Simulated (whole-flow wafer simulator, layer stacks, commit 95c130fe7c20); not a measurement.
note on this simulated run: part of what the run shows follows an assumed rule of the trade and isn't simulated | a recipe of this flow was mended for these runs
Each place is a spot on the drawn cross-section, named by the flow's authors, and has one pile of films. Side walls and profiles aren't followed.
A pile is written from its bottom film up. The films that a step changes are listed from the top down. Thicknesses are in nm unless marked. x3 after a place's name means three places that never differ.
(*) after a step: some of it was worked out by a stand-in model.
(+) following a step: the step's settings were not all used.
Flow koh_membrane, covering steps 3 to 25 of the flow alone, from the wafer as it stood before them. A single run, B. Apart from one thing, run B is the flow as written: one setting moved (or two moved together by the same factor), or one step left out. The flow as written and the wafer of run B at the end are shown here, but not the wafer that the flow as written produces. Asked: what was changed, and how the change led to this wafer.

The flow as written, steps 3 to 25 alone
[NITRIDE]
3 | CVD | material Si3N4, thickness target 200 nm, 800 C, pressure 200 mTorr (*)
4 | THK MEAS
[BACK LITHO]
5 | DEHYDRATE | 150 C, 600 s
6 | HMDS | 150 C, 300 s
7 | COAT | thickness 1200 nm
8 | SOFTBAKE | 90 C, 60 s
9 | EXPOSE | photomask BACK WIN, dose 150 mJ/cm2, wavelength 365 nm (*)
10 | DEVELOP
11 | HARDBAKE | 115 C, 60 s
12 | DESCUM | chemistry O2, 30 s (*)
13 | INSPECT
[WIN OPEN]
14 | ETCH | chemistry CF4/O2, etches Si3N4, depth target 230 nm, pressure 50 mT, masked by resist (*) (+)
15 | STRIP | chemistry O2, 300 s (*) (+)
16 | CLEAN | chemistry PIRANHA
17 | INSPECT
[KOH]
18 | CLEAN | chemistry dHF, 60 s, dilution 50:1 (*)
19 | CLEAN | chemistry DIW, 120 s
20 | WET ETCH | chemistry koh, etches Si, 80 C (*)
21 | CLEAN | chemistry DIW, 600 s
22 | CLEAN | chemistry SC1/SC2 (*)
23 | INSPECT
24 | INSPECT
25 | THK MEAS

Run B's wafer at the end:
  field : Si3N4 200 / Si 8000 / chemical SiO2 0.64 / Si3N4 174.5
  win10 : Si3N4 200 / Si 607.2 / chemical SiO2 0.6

What caused this: step 3, CVD: thickness target 176 nm was run, though the flow has thickness target 200 nm; step 18, CLEAN: 53 s was run, where the flow has 60 s.

The path from the change to this, step by step:
  3 | CVD | material Si3N4, thickness target 200 nm, 800 C, pressure 200 mTorr (*)
      field, win20 x4, win10: +176 Si3N4 (new film) (it would be, as written: +200 Si3N4 (new film))
  14 | ETCH | chemistry CF4/O2, etches Si3N4, depth target 230 nm, pressure 50 mT, masked by resist (*) (+)
      win20 x4, win10: -176 Si3N4 (all of it), -0.64 chemical SiO2 (all of it), -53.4 Si (it would be, as written: -200 Si3N4 (all of it), -0.64 chemical SiO2 (all of it), -29.4 Si)
